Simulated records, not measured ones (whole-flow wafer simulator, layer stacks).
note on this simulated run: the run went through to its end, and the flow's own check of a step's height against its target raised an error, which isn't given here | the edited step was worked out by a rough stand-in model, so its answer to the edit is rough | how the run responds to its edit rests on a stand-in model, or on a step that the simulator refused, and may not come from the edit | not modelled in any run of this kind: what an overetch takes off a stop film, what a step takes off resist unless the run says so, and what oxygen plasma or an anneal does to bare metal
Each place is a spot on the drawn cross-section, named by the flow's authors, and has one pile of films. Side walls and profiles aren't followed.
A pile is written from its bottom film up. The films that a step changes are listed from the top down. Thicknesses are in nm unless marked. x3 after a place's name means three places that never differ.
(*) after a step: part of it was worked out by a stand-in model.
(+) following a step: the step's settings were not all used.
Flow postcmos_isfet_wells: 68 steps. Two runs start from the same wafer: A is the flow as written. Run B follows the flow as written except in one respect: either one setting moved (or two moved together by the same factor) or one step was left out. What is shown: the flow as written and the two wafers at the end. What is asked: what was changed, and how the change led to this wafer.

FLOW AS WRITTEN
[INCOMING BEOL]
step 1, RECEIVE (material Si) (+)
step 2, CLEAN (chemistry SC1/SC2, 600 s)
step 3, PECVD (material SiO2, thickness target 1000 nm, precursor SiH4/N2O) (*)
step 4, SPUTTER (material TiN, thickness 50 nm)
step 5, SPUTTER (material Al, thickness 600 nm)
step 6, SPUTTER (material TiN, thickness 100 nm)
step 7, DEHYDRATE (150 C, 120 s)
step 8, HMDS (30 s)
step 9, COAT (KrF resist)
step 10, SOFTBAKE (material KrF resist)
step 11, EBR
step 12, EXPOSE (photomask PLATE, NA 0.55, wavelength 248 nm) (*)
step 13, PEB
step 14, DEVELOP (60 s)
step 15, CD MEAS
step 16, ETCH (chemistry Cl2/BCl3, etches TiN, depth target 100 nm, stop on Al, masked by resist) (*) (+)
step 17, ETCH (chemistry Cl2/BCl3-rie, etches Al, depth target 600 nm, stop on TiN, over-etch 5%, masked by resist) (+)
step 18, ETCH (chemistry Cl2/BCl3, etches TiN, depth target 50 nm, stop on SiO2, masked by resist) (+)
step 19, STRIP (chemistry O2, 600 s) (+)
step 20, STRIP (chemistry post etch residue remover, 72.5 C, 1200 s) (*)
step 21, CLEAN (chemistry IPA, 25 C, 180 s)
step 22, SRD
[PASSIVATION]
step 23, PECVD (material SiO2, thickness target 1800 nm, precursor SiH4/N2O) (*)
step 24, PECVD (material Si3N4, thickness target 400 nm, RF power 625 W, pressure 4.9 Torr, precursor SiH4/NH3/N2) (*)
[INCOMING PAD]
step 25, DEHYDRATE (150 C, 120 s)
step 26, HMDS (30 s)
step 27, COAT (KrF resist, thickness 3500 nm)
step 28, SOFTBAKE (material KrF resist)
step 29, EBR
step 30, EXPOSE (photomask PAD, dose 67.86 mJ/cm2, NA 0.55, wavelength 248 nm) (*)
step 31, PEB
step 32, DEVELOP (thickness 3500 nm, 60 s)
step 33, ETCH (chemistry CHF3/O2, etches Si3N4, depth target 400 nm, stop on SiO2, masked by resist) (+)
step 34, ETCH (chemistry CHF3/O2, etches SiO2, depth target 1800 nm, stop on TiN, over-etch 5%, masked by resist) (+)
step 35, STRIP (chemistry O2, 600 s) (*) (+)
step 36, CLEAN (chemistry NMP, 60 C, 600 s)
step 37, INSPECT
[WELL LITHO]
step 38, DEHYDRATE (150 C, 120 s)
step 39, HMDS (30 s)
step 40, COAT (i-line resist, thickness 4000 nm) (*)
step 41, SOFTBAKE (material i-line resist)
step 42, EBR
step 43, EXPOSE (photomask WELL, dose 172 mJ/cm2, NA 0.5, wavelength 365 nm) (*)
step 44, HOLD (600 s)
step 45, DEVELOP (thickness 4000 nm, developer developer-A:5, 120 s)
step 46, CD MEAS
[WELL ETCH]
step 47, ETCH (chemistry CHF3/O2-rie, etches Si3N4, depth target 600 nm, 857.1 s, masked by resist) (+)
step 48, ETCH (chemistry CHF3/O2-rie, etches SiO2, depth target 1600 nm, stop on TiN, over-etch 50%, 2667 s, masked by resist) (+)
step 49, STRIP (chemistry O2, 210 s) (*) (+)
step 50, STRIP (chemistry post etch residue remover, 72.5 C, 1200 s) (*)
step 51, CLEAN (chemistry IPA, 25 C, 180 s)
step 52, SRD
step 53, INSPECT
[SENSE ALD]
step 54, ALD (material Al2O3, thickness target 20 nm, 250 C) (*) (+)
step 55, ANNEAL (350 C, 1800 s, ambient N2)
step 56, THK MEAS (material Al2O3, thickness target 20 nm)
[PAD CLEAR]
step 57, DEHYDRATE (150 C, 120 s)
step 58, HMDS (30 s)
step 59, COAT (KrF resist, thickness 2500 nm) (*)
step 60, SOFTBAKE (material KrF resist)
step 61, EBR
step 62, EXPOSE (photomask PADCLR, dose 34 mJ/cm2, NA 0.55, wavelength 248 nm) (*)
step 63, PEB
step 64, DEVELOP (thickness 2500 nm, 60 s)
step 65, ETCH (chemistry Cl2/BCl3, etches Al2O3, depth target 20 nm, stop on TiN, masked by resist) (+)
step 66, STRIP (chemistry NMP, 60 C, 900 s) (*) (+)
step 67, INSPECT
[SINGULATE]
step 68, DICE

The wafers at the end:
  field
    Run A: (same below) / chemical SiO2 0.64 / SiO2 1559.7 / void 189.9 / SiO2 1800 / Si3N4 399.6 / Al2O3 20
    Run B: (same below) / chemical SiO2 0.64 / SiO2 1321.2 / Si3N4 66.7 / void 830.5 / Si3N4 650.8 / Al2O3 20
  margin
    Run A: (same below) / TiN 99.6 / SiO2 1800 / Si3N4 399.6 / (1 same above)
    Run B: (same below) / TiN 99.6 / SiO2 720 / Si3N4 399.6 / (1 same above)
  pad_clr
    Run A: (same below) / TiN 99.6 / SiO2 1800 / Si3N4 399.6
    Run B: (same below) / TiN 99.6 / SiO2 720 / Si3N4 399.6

Cause: step 23, PECVD: thickness target 720 nm was run, whereas the flow has thickness target 1800 nm.
One can read it off the wafer: margin has SiO2 720, and step 23 as written asks for 1800 nm.

The path from the change to this, step by step:
  step 23, PECVD (material SiO2, thickness target 1800 nm, precursor SiH4/N2O) (*)
      field: A SiO2 gains 1800 (new film), void gains 189.9 (new film), SiO2 gains 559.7 | B SiO2 gains 321.2
      margin, well900, well1300 x3, pad_rim, pad_clr, pad_open: A SiO2 gains 1800 (new film) | B SiO2 gains 720 (new film)
  step 24, PECVD (material Si3N4, thickness target 400 nm, RF power 625 W, pressure 4.9 Torr, precursor SiH4/NH3/N2) (*)
      field: A Si3N4 gains 400 (new film) | B Si3N4 gains 651.2 (new film), void gains 830.5 (new film), Si3N4 gains 66.7 (new film)
  step 34, ETCH (chemistry CHF3/O2, etches SiO2, depth target 1800 nm, stop on TiN, over-etch 5%, masked by resist) (+)
      field, margin, well900, well1300 x3, pad_rim, pad_clr: A KrF resist loses 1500 | B KrF resist loses 630
      pad_open: A SiO2 loses 1800 (all of it) | B SiO2 loses 720 (all of it)
  step 35, STRIP (chemistry O2, 600 s) (*) (+)
      field, margin, well900, well1300 x3, pad_rim, pad_clr: A KrF resist loses 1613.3 (all of it) | B KrF resist loses 2483.3 (all of it)
  step 40, COAT (i-line resist, thickness 4000 nm) (*)
      pad_clr: A i-line resist gains 3256.8 (new film) | B i-line resist gains 3605.5 (new film)
      pad_open: A i-line resist gains 4804.7 (new film) | B i-line resist gains 4414.1 (new film)
  step 41, SOFTBAKE (material i-line resist)
      pad_clr: A i-line resist loses 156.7 | B i-line resist loses 60.6
      pad_open: A i-line resist gains 115.3 | B i-line resist gains 62.4
  step 48, ETCH (chemistry CHF3/O2-rie, etches SiO2, depth target 1600 nm, stop on TiN, over-etch 50%, 2667 s, masked by resist) (+)
      well900, well1300 x3: A SiO2 loses 1600 (all of it) | B SiO2 loses 520 (all of it)
  step 49, STRIP (chemistry O2, 210 s) (*) (+)
      pad_clr: A i-line resist loses 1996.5 (all of it) | B i-line resist loses 2441.2 (all of it)
      pad_open: A i-line resist loses 3816.3 (all of it) | B i-line resist loses 3372.9 (all of it)
  step 59, COAT (KrF resist, thickness 2500 nm) (*)
      field: A KrF resist gains 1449 (new film) | B KrF resist gains 1964.9 (new film)
      margin: A KrF resist gains 1448.9 (new film) | B KrF resist gains 1964.9 (new film)
      (also at 3 further places)
  step 60, SOFTBAKE (material KrF resist)
      pad_clr: A KrF resist loses 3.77 | B KrF resist loses 1.87
  step 63, PEB
      field, margin: A KrF resist loses 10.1 | B KrF resist loses 13.8
      pad_rim: A KrF resist loses 13.9 | B KrF resist loses 15.7
      (also at 2 further places)
  step 64, DEVELOP (thickness 2500 nm, 60 s)
      pad_clr: A KrF resist loses 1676 (all of it) | B KrF resist loses 2051.8 (all of it)
      pad_open: A KrF resist loses 3045.1 (all of it) | B KrF resist loses 2771.1 (all of it)
  step 66, STRIP (chemistry NMP, 60 C, 900 s) (*) (+)
      field: A KrF resist loses 1400.1 (all of it) | B KrF resist loses 1912.4 (all of it)
      margin: A KrF resist loses 1400.1 (all of it) | B KrF resist loses 1912.3 (all of it)
      (also at 1 further place)
